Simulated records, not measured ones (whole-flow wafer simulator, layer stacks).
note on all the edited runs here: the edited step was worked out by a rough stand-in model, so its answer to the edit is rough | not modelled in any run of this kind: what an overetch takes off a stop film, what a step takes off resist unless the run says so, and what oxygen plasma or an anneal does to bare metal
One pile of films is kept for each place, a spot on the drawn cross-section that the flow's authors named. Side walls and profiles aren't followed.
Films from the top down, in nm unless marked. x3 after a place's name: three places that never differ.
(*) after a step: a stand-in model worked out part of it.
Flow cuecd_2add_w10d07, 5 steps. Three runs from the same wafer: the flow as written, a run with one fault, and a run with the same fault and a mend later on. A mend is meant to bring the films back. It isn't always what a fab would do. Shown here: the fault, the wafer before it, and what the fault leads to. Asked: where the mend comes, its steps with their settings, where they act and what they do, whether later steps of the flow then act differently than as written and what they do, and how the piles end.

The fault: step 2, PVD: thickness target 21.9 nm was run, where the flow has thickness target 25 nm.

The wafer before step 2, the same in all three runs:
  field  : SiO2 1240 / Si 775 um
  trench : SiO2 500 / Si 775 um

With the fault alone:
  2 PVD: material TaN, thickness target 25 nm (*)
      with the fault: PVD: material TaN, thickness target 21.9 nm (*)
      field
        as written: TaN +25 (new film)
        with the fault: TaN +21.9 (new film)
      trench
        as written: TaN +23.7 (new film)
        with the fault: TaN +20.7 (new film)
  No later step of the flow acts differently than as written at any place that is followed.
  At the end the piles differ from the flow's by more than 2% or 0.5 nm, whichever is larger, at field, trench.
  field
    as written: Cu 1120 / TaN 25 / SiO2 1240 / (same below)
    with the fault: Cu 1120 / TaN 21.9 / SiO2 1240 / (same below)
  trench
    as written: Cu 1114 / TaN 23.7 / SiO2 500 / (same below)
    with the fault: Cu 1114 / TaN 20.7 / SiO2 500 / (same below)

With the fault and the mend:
  The mend comes after step 2.
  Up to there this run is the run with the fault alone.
  2a PVD: material TaN, thickness target 3.1 nm (*) (the flow's step 2 once more, with other settings)
      field
        TaN +3.1
      trench
        TaN +2.93
  No later step of the flow acts differently than as written at any place that is followed.
  At the end the piles are the same as the flow's at every place that both follow.
